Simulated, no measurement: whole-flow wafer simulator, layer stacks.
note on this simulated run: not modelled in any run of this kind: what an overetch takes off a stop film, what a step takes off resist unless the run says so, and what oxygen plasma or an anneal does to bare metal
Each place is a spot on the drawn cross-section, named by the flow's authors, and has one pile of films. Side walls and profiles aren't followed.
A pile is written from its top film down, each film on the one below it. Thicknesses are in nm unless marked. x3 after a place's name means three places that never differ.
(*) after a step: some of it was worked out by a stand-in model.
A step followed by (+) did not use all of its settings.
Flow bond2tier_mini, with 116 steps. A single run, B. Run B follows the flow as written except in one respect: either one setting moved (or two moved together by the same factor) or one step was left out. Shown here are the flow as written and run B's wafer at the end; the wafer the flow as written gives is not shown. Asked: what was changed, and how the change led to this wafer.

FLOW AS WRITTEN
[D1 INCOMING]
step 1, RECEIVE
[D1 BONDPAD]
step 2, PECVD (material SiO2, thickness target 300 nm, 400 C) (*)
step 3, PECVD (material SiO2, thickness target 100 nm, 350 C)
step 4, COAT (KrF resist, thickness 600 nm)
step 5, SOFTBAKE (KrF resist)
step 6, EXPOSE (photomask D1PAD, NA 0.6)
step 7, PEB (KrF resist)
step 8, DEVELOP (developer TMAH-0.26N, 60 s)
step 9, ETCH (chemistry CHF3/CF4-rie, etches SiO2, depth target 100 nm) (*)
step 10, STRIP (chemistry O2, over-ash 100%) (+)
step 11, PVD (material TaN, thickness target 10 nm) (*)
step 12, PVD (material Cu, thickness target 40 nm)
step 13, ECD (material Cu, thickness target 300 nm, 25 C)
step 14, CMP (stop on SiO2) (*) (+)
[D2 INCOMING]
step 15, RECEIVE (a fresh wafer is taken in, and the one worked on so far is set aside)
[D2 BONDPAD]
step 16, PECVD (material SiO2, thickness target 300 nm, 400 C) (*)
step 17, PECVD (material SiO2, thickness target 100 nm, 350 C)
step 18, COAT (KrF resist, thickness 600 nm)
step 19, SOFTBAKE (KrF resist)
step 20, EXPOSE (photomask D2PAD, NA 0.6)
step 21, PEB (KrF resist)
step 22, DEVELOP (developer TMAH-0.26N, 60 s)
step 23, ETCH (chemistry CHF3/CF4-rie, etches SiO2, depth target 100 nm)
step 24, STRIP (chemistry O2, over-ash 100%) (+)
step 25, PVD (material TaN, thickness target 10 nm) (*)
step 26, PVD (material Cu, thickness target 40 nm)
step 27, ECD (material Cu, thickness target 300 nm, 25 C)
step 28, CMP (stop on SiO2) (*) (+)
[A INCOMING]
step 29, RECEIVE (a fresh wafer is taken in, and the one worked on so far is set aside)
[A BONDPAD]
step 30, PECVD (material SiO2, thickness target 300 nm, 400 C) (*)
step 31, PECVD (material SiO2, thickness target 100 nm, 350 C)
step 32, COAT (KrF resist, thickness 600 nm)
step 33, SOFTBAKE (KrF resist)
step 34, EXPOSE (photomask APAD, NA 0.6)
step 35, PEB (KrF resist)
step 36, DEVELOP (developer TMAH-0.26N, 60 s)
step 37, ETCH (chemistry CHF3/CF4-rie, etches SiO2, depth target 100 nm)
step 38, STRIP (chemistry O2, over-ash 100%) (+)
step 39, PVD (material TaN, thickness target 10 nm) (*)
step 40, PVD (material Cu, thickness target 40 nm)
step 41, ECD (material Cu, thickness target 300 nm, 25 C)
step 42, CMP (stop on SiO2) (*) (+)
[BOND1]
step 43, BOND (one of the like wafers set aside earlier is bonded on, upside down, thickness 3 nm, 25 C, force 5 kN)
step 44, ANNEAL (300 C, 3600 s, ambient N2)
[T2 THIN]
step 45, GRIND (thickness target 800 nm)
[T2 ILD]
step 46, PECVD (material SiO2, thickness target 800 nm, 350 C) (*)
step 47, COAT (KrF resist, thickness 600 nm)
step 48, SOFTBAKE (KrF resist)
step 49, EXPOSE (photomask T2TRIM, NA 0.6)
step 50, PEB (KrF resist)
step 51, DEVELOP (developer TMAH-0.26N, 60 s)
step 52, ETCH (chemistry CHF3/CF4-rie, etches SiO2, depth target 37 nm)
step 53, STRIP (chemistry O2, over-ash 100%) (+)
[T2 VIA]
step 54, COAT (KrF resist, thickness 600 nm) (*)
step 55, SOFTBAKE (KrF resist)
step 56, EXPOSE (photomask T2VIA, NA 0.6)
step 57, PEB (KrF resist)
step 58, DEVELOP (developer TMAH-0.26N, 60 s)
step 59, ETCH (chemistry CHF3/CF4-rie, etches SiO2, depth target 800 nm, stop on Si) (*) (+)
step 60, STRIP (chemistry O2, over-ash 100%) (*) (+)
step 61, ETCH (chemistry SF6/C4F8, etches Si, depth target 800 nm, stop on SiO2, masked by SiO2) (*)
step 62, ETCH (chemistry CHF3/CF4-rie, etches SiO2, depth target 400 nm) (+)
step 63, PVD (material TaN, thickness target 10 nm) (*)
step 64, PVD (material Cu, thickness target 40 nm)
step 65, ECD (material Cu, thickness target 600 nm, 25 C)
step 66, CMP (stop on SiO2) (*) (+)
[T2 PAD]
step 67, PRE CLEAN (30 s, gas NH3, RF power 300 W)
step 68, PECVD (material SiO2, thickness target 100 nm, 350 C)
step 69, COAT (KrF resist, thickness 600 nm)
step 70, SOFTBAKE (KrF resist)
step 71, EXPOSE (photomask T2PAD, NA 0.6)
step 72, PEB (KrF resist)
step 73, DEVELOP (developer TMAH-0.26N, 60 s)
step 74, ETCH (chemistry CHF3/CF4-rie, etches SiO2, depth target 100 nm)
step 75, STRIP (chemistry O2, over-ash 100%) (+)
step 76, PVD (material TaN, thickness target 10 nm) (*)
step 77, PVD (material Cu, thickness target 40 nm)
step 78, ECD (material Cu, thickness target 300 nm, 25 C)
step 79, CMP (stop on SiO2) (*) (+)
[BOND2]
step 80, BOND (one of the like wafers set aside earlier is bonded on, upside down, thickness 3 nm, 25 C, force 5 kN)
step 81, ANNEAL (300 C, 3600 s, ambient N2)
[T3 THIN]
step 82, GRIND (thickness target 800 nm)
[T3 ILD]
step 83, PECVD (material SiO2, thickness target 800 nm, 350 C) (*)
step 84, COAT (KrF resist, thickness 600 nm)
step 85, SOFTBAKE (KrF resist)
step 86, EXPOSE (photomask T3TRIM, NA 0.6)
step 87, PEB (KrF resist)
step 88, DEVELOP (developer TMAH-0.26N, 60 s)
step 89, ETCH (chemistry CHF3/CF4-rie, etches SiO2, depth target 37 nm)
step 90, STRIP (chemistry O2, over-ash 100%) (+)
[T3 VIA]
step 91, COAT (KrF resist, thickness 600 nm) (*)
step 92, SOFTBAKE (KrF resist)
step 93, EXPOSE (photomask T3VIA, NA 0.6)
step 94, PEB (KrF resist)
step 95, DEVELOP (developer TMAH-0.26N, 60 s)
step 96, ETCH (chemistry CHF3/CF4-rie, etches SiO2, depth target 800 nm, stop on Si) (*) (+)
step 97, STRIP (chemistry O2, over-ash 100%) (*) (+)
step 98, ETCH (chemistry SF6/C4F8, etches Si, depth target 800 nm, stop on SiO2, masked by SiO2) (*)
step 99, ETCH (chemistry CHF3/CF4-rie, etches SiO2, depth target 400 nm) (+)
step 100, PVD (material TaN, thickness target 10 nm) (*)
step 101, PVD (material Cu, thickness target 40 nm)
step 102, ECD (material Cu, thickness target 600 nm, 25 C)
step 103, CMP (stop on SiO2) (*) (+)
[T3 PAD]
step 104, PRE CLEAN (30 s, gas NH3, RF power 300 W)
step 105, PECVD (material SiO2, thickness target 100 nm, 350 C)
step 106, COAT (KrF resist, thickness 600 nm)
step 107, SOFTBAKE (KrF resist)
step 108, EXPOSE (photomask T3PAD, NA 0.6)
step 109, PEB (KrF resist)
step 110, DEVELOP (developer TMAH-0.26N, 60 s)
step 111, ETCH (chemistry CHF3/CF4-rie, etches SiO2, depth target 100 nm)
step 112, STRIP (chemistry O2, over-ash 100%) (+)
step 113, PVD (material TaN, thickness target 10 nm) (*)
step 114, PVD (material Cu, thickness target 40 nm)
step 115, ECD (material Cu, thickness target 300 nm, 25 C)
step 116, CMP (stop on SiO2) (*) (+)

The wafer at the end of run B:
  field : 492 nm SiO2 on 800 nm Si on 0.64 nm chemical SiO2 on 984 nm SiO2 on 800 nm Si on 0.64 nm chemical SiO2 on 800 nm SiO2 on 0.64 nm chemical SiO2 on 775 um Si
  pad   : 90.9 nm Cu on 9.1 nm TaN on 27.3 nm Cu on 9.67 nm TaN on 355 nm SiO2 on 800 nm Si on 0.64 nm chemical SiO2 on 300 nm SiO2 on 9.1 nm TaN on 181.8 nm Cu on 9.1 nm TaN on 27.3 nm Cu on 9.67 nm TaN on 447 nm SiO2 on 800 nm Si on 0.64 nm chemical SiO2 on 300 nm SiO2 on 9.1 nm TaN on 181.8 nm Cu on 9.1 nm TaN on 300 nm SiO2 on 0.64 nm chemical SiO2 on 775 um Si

The reason: step 62, ETCH: depth target 308 nm was run, while the flow as written has depth target 400 nm.

The path from the change to this, step by step:
  step 62, ETCH (chemistry CHF3/CF4-rie, etches SiO2, depth target 400 nm) (+)
      field, pad: -308 SiO2 (in the flow as written it would be: -400 SiO2)
